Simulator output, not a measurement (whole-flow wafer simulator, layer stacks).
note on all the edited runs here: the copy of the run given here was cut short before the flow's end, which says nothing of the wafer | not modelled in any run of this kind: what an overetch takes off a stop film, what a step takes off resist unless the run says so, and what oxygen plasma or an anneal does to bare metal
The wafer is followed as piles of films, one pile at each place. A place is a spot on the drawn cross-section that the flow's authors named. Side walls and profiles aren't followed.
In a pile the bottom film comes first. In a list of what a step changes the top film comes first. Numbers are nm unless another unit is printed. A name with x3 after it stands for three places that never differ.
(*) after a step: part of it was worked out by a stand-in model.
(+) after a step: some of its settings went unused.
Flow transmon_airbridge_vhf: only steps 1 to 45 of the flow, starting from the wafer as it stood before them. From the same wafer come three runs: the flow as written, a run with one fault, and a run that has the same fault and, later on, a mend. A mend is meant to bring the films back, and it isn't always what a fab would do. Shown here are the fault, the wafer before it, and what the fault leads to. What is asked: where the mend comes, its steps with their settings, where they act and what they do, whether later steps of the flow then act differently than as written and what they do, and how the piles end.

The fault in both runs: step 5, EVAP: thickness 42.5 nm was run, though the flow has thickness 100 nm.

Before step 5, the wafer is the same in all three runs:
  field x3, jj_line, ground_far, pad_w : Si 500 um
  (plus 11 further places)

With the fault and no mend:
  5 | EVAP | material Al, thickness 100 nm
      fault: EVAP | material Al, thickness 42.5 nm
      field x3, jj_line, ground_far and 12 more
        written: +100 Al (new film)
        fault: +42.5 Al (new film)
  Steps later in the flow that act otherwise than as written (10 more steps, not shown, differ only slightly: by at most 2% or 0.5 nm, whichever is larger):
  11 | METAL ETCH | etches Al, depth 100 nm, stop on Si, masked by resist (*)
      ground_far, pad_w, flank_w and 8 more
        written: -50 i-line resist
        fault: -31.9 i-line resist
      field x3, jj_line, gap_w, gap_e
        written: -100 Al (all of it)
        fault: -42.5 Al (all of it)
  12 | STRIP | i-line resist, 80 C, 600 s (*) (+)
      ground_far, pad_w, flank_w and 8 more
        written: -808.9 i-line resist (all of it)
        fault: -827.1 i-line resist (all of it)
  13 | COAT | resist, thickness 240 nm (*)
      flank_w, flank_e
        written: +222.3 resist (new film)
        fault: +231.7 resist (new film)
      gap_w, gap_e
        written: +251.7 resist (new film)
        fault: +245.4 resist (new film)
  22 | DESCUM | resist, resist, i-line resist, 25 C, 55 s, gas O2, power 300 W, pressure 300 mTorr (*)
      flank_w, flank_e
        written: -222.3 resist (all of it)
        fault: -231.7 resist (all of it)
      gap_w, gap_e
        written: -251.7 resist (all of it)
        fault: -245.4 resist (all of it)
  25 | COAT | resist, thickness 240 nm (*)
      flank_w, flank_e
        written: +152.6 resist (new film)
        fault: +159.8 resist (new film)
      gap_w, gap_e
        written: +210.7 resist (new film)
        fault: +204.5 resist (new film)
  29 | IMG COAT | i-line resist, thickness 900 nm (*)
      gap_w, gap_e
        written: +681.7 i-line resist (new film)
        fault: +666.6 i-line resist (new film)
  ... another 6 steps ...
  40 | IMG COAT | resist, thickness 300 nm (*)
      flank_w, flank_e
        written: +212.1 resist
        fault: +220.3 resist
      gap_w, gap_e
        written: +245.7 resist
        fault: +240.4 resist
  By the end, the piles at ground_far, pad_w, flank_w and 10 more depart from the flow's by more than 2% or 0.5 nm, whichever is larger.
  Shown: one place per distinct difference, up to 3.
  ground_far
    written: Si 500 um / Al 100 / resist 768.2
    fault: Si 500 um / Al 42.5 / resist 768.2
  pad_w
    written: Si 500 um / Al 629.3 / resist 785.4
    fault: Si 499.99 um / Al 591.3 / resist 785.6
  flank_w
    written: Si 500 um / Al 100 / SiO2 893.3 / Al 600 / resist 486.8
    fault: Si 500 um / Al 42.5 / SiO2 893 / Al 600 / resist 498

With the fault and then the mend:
  After step 5 comes the mend.
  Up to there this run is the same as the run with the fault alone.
  5a | EVAP | material Al, thickness 57.5 nm (the flow's step 5, run once more with other settings)
      field x3, jj_line, ground_far and 12 more
        +57.5 Al
  Later steps of the flow that are run all act as written at every place that is followed.
  At every place that both follow, the piles at the end match the flow's.
